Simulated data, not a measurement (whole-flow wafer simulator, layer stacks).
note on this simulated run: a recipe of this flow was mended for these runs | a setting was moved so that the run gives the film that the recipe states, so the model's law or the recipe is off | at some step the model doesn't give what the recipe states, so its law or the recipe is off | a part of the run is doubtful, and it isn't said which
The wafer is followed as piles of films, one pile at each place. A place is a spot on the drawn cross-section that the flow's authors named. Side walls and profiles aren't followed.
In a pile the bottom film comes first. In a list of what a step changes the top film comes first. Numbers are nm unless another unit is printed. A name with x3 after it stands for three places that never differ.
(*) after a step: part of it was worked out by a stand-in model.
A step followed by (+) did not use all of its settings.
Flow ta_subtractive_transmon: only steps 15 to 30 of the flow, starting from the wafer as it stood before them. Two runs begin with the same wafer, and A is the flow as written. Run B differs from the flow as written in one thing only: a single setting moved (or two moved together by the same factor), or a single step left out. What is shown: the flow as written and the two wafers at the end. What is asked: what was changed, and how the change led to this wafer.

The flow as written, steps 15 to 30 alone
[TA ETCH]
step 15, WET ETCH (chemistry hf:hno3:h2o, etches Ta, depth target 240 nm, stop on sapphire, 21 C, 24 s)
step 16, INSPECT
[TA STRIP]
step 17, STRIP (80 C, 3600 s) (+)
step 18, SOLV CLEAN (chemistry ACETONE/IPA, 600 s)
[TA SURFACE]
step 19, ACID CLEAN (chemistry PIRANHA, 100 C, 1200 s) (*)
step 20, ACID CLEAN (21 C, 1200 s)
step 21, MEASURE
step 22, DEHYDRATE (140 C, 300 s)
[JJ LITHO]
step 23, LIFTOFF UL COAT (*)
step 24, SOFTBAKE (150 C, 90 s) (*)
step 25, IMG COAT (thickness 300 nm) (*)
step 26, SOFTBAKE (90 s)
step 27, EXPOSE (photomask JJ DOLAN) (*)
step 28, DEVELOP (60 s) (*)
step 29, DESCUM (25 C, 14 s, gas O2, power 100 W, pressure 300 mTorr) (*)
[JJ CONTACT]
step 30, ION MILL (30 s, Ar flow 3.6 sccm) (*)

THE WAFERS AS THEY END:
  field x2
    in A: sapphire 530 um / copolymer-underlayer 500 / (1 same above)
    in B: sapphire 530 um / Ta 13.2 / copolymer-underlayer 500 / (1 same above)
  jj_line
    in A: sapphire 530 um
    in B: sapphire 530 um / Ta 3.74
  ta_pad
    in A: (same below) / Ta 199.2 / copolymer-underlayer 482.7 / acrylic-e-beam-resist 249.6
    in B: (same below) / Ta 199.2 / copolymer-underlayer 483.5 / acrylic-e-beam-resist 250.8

What caused this: step 15, WET ETCH: 18.6 s was run, though the flow has 24 s.

The path from the change to this, step by step:
  step 15, WET ETCH (chemistry hf:hno3:h2o, etches Ta, depth target 240 nm, stop on sapphire, 21 C, 24 s)
      field x2, jj_line, lead: A -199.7 Ta (all of it) | B -186 Ta
  step 30, ION MILL (30 s, Ar flow 3.6 sccm) (*)
      jj_line, lead: A -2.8 sapphire | B -9.45 Ta
Taking metal films that touch as one body, field x2 has 1 body; the flow as written gives 0 bodies.
Taking metal films that touch as one body, jj_line has 1 body; the flow as written gives 0 bodies.
